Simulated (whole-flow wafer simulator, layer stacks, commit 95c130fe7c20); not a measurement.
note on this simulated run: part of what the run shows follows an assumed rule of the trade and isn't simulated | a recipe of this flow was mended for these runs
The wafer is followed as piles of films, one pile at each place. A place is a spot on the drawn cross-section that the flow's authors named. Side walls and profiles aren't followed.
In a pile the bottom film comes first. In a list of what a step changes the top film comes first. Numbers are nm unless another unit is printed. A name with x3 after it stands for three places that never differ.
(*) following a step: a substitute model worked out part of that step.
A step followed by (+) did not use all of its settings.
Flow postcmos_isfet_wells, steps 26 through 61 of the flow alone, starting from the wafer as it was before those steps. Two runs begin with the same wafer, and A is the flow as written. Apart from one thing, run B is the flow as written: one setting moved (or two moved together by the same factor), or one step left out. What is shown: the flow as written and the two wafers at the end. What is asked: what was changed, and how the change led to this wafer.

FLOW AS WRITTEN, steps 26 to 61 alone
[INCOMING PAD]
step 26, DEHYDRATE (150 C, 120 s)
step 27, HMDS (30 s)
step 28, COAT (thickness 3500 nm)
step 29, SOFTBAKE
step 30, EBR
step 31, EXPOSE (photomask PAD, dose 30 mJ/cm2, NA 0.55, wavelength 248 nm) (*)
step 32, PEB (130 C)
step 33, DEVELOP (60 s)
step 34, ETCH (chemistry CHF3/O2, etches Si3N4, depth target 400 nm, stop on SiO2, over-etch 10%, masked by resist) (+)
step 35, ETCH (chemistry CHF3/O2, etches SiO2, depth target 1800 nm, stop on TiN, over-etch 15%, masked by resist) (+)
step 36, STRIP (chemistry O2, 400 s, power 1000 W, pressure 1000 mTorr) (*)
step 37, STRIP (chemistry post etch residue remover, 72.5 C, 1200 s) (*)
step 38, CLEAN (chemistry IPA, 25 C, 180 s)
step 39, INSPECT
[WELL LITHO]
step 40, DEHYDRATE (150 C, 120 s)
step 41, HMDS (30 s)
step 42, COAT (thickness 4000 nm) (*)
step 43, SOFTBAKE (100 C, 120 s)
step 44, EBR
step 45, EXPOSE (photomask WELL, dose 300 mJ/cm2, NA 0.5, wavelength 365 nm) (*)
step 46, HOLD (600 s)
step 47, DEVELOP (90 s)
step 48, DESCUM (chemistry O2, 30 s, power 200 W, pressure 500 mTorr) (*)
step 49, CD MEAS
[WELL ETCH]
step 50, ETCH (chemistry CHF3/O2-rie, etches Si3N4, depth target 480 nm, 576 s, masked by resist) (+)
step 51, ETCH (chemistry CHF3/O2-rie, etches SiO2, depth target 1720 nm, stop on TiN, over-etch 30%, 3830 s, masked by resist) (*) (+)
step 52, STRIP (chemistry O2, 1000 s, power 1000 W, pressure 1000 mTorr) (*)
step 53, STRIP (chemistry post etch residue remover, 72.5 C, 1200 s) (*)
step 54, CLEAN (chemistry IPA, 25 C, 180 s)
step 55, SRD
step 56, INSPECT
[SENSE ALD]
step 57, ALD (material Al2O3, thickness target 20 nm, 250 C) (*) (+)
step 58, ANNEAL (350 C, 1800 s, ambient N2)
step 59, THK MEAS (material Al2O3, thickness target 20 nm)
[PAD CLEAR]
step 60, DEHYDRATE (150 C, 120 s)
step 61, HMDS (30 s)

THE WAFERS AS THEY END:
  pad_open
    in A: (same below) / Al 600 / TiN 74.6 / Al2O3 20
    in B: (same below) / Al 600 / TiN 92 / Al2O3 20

The reason: step 34, ETCH: depth target 200 nm was run, while the flow as written has depth target 400 nm.

How this came from the change, step by step:
  step 34, ETCH (chemistry CHF3/O2, etches Si3N4, depth target 400 nm, stop on SiO2, over-etch 10%, masked by resist) (+)
      pad_open: A -400 Si3N4 (all of it), -20 SiO2 | B -220 Si3N4
      field, margin x2, well900 x4, pad_clr: A -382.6 thick-KrF-resist | B -191.3 thick-KrF-resist
  step 35, ETCH (chemistry CHF3/O2, etches SiO2, depth target 1800 nm, stop on TiN, over-etch 15%, masked by resist) (+)
      pad_open: A -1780 SiO2 (all of it), -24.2 TiN | B -180 Si3N4 (all of it), -1800 SiO2 (all of it), -6.75 TiN
  step 36, STRIP (chemistry O2, 400 s, power 1000 W, pressure 1000 mTorr) (*)
      field, margin x2, well900 x4, pad_clr: A -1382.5 thick-KrF-resist (all of it) | B -1554.7 thick-KrF-resist (all of it)
